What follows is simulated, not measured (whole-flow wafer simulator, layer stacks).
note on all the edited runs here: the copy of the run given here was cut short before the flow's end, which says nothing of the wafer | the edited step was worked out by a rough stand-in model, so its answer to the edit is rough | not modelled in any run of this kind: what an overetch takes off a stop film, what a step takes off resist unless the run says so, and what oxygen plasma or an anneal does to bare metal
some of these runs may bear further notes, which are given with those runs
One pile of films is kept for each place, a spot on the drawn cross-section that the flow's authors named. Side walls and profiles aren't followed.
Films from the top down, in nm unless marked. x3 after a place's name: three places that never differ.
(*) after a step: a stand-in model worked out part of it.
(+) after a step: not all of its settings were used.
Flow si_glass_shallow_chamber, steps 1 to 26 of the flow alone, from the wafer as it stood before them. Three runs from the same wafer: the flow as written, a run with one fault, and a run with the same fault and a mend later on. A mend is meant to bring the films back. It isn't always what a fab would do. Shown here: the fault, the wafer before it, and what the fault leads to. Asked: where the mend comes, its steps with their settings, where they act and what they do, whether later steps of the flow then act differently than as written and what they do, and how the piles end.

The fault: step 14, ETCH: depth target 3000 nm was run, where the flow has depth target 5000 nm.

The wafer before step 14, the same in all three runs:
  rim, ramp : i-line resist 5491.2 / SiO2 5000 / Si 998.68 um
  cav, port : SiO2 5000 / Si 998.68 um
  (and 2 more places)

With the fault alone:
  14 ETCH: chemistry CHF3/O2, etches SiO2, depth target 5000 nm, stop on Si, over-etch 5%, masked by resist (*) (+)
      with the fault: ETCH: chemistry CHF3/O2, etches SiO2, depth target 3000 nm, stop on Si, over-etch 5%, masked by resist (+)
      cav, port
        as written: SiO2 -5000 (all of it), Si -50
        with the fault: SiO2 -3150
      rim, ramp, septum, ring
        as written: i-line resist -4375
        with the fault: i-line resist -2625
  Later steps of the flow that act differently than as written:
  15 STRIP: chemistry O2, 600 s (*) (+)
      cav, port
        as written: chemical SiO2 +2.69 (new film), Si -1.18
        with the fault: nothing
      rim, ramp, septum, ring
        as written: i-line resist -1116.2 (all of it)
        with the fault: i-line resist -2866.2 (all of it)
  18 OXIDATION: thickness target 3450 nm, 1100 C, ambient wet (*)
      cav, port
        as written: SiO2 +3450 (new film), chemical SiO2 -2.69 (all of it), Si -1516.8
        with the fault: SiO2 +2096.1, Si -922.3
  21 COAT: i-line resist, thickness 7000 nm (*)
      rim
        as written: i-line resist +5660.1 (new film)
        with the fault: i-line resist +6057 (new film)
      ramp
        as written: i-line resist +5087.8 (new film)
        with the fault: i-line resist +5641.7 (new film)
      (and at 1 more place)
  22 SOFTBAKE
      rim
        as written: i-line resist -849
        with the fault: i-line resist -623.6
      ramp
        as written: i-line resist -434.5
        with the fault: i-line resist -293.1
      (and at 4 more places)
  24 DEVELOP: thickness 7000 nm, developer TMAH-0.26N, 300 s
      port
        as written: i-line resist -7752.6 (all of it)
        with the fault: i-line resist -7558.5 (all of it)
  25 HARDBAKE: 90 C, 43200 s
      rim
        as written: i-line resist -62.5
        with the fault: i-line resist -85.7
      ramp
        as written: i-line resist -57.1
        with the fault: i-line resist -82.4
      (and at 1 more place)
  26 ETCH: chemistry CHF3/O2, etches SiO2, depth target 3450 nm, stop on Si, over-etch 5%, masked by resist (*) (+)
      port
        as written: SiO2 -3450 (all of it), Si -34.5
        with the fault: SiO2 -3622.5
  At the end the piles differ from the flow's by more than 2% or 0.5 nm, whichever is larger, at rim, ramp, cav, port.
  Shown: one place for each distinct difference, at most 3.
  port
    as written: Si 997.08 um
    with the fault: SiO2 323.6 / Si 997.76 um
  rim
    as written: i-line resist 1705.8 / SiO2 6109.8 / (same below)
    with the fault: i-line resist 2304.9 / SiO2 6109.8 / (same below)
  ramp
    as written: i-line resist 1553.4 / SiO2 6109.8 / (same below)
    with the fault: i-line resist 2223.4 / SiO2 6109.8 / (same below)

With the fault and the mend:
  The mend comes after step 14.
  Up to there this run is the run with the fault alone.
  14a ETCH: chemistry CHF3/O2, etches SiO2, depth target 2000 nm, stop on Si, over-etch 5%, masked by resist (*) (the flow's step 14 once more, with other settings)
      rim, ramp, septum, ring
        i-line resist -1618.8
      cav, port
        SiO2 -1850 (all of it), Si -50
  Later steps of the flow that act differently than as written:
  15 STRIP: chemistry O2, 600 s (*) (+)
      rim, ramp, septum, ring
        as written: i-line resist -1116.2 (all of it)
        with the mend: i-line resist -1247.4 (all of it)
  At the end the piles are the same as the flow's at every place that both follow.
